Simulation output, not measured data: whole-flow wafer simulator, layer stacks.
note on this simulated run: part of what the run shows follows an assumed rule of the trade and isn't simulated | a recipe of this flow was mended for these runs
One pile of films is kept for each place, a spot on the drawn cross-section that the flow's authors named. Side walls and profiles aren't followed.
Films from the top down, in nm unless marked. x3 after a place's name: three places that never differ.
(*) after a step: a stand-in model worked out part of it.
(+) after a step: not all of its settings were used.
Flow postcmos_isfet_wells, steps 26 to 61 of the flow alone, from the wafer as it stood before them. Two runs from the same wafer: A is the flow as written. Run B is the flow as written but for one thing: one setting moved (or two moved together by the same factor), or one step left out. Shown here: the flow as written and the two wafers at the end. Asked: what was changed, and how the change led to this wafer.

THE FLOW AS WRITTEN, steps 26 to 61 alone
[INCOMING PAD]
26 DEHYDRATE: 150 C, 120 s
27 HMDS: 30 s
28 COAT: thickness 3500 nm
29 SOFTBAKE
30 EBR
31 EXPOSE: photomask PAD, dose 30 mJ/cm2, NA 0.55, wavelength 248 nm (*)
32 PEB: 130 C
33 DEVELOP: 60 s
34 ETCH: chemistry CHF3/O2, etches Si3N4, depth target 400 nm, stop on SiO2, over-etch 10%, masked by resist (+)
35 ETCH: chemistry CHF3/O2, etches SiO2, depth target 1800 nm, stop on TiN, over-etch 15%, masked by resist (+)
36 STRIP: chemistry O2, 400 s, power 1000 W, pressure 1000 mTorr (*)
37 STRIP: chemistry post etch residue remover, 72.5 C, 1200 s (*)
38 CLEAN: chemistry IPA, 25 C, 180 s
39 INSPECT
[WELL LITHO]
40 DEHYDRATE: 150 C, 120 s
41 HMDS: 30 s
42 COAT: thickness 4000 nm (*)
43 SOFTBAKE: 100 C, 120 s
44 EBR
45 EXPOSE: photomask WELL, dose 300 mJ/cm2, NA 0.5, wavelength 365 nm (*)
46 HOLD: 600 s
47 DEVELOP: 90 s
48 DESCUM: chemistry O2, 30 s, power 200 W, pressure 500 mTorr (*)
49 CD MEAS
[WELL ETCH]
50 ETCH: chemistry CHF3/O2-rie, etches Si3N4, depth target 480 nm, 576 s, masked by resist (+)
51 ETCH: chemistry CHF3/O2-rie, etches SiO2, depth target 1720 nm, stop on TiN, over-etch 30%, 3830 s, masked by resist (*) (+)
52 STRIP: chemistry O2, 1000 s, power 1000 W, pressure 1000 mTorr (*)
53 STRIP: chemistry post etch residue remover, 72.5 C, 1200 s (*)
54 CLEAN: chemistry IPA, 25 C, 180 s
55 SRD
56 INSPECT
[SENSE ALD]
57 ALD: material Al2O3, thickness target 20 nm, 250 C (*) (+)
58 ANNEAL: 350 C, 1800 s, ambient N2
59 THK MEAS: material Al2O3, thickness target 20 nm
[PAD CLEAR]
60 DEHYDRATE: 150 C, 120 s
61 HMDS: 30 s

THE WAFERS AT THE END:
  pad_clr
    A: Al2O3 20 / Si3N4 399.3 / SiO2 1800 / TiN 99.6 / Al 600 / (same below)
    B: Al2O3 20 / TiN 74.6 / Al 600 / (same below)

The cause: step 31, EXPOSE: photomask PADCLR was run, where the flow has photomask PAD.

How the change led to this, step by step:
  33 DEVELOP: 60 s
      pad_clr: A thick-KrF-resist -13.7 | B thick-KrF-resist -3484.7 (all of it)
  34 ETCH: chemistry CHF3/O2, etches Si3N4, depth target 400 nm, stop on SiO2, over-etch 10%, masked by resist (+)
      pad_clr: A thick-KrF-resist -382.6 | B Si3N4 -400 (all of it), SiO2 -20
  35 ETCH: chemistry CHF3/O2, etches SiO2, depth target 1800 nm, stop on TiN, over-etch 15%, masked by resist (+)
      pad_clr: A thick-KrF-resist -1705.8 | B SiO2 -1780 (all of it), TiN -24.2
  36 STRIP: chemistry O2, 400 s, power 1000 W, pressure 1000 mTorr (*)
      pad_clr: A thick-KrF-resist -1382.5 (all of it) | B nothing
  42 COAT: thickness 4000 nm (*)
      pad_clr: A thick-g/i-line-resist +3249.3 (new film) | B thick-g/i-line-resist +5301.4 (new film)
  43 SOFTBAKE: 100 C, 120 s
      pad_clr: A thick-g/i-line-resist -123 | B thick-g/i-line-resist -18.8
  52 STRIP: chemistry O2, 1000 s, power 1000 W, pressure 1000 mTorr (*)
      pad_clr: A thick-g/i-line-resist -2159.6 (all of it) | B thick-g/i-line-resist -4315.8 (all of it)
